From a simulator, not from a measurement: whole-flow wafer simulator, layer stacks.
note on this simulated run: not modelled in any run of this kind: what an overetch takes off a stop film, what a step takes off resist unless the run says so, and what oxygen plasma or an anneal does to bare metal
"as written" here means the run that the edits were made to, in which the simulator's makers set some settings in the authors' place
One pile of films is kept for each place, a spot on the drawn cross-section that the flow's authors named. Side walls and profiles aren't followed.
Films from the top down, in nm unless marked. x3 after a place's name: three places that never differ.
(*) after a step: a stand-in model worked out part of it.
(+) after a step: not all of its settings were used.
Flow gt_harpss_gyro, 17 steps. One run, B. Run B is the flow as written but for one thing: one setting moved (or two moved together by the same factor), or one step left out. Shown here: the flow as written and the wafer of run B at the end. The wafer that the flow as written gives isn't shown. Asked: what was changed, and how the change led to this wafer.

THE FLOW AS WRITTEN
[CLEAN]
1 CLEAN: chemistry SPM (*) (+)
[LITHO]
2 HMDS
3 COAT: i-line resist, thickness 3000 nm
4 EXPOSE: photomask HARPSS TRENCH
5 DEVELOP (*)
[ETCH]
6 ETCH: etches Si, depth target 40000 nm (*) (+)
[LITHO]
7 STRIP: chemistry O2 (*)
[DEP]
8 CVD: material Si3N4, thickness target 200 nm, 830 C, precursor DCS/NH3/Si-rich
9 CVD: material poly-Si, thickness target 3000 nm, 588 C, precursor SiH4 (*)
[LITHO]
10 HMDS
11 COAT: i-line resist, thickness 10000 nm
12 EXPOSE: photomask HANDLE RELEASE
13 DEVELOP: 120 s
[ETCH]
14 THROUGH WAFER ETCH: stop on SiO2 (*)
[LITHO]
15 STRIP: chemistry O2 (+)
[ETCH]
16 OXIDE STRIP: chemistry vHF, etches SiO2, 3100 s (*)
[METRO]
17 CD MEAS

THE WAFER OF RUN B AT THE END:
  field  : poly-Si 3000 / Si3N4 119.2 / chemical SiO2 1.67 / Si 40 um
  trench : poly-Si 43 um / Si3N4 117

The cause: step 8, CVD: thickness target 119.2 nm was run, where the flow has thickness target 200 nm.
It can be read off the wafer: field has Si3N4 119.2, and step 8 as written asks for 200 nm.

How the change led to this, step by step:
  8 CVD: material Si3N4, thickness target 200 nm, 830 C, precursor DCS/NH3/Si-rich
      field: Si3N4 +119.2 (new film) (as written it would be: Si3N4 +200 (new film))
      trench: Si3N4 +117 (new film) (as written it would be: Si3N4 +195.9 (new film))
  9 CVD: material poly-Si, thickness target 3000 nm, 588 C, precursor SiH4 (*)
      trench: poly-Si +43 um (new film) (as written it would be: poly-Si +43.01 um (new film))
